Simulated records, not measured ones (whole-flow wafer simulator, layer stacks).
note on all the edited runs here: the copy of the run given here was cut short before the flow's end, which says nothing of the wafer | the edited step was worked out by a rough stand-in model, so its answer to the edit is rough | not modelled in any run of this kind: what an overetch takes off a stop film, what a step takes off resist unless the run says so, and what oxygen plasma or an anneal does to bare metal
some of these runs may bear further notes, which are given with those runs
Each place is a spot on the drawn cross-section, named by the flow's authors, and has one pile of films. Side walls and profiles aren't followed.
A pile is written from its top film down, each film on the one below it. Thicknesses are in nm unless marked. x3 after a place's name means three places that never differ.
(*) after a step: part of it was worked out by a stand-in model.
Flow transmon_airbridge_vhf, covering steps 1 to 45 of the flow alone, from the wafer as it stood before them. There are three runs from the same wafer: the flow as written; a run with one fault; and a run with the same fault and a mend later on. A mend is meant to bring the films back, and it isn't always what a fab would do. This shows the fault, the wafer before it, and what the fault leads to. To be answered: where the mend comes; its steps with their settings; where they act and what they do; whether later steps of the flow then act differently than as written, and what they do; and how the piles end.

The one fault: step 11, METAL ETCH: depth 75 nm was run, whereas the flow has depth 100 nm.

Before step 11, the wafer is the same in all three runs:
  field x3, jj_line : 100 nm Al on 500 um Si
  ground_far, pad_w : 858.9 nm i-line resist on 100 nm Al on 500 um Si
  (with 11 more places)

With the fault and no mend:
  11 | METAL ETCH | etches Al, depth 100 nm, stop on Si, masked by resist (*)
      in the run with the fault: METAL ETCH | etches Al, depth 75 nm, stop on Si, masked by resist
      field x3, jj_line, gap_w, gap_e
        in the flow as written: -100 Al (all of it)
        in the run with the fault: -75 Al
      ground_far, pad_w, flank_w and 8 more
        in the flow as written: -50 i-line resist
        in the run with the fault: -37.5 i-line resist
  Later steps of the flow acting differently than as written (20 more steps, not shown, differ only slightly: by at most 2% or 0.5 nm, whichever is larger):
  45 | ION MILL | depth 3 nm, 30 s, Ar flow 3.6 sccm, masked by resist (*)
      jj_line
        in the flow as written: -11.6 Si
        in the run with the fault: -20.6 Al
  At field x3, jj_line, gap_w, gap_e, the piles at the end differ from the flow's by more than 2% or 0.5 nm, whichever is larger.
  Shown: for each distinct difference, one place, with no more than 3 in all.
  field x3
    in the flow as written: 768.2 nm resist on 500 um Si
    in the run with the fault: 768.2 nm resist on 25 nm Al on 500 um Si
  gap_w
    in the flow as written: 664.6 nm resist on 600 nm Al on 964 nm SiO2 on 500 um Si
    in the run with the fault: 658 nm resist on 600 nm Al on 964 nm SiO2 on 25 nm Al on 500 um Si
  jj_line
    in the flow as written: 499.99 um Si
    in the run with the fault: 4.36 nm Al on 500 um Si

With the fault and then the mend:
  After step 11 comes the mend.
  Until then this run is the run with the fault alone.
  11a | METAL ETCH | etches Al, depth 25 nm, stop on Si, masked by resist (*) (a further turn of the flow's step 11, with different settings)
      ground_far, pad_w, flank_w and 8 more
        -12.5 i-line resist
      field x3, jj_line, gap_w, gap_e
        -25 Al (all of it)
  Later steps of the flow that are run all act as written at every place that is followed.
  By the end, the piles equal the flow's at every place that both follow.
